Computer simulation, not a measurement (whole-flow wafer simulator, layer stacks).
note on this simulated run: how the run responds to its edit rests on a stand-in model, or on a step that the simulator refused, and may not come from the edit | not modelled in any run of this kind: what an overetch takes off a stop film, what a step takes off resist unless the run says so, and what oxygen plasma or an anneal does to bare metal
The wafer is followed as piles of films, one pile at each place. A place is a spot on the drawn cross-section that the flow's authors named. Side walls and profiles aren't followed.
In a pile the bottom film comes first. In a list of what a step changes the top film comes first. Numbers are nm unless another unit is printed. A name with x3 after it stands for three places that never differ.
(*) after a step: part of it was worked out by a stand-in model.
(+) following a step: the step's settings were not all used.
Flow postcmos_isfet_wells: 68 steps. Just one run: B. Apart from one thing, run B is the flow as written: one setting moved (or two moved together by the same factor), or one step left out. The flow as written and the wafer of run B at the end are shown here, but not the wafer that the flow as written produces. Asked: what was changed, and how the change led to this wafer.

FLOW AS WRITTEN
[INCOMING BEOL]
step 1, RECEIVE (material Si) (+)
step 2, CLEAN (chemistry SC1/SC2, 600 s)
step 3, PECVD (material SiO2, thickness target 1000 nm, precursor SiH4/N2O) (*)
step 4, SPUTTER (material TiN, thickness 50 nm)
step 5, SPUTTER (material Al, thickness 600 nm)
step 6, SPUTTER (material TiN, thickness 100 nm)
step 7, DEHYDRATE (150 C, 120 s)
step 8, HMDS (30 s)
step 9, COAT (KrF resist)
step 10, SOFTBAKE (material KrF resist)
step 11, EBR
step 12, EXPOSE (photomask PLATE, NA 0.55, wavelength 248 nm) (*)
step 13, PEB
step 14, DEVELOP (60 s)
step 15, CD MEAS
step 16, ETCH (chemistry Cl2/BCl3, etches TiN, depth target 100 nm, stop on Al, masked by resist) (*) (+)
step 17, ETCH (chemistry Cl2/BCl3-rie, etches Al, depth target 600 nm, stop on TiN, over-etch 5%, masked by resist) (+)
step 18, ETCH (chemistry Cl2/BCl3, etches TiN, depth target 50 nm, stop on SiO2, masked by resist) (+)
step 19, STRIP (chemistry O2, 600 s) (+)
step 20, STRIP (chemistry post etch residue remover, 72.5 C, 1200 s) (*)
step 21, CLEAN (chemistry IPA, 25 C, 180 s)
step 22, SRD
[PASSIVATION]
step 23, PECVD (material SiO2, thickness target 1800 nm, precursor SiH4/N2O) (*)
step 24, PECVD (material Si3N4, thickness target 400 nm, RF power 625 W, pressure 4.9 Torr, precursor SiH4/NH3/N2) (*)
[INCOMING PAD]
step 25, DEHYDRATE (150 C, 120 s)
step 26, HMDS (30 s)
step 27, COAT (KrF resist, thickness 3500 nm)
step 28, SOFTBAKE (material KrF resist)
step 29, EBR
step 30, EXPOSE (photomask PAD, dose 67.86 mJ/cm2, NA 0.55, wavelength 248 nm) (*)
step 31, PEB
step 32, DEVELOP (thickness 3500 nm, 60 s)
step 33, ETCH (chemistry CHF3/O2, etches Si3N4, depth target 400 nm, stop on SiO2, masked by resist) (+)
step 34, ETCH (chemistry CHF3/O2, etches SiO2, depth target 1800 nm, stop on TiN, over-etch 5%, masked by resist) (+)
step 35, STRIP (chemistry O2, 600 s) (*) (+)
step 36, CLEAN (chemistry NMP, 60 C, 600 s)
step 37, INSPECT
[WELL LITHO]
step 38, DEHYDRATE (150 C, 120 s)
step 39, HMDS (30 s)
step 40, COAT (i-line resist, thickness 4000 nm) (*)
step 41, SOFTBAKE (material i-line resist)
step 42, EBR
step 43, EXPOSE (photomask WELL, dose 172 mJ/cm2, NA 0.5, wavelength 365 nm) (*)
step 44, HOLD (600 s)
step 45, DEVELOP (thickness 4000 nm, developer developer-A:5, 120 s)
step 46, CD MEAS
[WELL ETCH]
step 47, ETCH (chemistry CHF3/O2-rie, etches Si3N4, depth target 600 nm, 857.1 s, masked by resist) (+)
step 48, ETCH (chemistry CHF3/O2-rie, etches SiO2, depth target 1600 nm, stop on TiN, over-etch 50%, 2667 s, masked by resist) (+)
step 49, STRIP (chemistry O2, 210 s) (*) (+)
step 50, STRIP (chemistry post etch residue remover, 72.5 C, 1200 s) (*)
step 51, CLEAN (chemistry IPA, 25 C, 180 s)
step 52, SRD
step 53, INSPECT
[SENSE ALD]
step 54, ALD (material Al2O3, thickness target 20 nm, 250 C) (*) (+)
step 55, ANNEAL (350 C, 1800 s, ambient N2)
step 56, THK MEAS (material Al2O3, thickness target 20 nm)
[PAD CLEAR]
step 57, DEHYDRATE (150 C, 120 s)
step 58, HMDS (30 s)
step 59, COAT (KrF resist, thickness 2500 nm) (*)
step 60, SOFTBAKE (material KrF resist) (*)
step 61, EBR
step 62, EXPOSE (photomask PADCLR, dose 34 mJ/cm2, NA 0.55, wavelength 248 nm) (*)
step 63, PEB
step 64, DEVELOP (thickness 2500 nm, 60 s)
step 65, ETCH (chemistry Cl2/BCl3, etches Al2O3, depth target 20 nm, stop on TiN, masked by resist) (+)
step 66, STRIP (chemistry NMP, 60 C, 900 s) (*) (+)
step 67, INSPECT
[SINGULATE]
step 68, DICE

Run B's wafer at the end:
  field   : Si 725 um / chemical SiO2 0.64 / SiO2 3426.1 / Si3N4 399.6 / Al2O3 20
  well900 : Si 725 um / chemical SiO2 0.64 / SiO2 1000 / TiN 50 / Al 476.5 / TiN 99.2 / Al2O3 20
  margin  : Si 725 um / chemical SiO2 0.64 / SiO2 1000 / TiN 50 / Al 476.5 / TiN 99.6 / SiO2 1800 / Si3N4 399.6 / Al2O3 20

The reason: step 5, SPUTTER: thickness 476.5 nm was run, whereas the flow has thickness 600 nm.
The wafer lets one read it off: well900 has Al 476.5, and step 5 as written asks for 600 nm.

The path from the change to this, step by step:
  step 5, SPUTTER (material Al, thickness 600 nm)
      field, margin, well900, well1300 x3, pad_rim, pad_clr, pad_open: Al gains 476.5 (new film) (in the flow as written it would be: Al gains 600 (new film))
  step 17, ETCH (chemistry Cl2/BCl3-rie, etches Al, depth target 600 nm, stop on TiN, over-etch 5%, masked by resist) (+)
      margin, well900, well1300 x3, pad_rim, pad_clr, pad_open: KrF resist loses 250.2 (in the flow as written it would be: KrF resist loses 300)
      field: Al loses 476.5 (all of it) (in the flow as written it would be: Al loses 600 (all of it))
  step 19, STRIP (chemistry O2, 600 s) (+)
      margin, well900, well1300 x3, pad_rim, pad_clr, pad_open: KrF resist loses 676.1 (all of it) (in the flow as written it would be: KrF resist loses 626.3 (all of it))
  step 23, PECVD (material SiO2, thickness target 1800 nm, precursor SiH4/N2O) (*)
      field: SiO2 gains 2426.1 (in the flow as written it would be: SiO2 gains 1800 (new film), void gains 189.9 (new film), SiO2 gains 559.7)
